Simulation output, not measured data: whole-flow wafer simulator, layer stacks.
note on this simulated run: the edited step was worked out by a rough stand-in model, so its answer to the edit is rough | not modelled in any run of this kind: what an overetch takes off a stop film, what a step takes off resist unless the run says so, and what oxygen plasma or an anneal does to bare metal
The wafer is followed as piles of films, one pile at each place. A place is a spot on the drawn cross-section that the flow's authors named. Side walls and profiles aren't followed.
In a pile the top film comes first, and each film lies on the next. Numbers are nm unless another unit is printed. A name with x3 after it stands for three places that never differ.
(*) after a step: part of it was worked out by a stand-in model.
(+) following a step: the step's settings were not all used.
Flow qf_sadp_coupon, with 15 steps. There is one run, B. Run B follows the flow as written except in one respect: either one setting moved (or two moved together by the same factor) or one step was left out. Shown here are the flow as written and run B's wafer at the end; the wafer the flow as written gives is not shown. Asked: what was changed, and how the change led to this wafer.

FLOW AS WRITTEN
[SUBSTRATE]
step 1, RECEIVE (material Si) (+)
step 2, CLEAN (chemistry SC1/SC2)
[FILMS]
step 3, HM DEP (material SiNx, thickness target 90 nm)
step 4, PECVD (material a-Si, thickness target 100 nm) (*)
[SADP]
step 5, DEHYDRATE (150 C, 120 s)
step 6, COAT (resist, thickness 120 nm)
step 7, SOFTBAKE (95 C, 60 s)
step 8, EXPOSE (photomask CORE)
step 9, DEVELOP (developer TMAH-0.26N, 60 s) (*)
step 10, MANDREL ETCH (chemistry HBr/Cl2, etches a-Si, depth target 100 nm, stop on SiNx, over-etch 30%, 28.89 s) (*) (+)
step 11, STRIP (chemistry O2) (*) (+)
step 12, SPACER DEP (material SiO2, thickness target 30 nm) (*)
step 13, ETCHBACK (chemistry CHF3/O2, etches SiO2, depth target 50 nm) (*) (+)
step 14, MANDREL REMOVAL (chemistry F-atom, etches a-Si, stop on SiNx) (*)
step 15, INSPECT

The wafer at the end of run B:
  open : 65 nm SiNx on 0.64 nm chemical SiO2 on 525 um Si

The reason: step 4, PECVD: thickness target 88 nm was run, while the flow as written has thickness target 100 nm.

How this came from the change, step by step:
  step 4, PECVD (material a-Si, thickness target 100 nm) (*)
      m, open: a-Si gains 88 (new film) (in the flow as written it would be: a-Si gains 100 (new film))
  step 10, MANDREL ETCH (chemistry HBr/Cl2, etches a-Si, depth target 100 nm, stop on SiNx, over-etch 30%, 28.89 s) (*) (+)
      open: a-Si loses 88 (all of it), SiNx loses 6 (in the flow as written it would be: a-Si loses 100 (all of it), SiNx loses 4.29)
  step 14, MANDREL REMOVAL (chemistry F-atom, etches a-Si, stop on SiNx) (*)
      m: a-Si loses 83.8 (all of it) (in the flow as written it would be: a-Si loses 95.8 (all of it))
